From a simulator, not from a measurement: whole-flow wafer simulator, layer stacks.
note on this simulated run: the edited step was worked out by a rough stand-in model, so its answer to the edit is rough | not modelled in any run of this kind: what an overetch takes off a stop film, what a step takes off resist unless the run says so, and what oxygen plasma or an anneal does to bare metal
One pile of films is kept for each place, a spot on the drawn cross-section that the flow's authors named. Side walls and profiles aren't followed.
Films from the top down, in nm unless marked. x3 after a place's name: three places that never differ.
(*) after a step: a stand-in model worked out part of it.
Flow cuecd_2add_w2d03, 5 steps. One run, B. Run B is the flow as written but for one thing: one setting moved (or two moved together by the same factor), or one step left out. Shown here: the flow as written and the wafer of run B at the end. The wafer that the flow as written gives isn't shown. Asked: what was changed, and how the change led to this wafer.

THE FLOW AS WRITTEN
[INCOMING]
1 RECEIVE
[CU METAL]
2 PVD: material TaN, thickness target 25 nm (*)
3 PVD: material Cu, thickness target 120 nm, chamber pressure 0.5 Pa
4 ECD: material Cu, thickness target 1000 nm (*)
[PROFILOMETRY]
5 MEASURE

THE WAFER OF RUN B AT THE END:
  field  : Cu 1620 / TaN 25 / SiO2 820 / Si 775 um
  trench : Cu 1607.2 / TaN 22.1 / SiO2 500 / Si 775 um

The cause: step 4, ECD: thickness target 1500 nm was run, where the flow has thickness target 1000 nm.

How the change led to this, step by step:
  4 ECD: material Cu, thickness target 1000 nm (*)
      field, trench: Cu +1500 (as written it would be: Cu +1000)
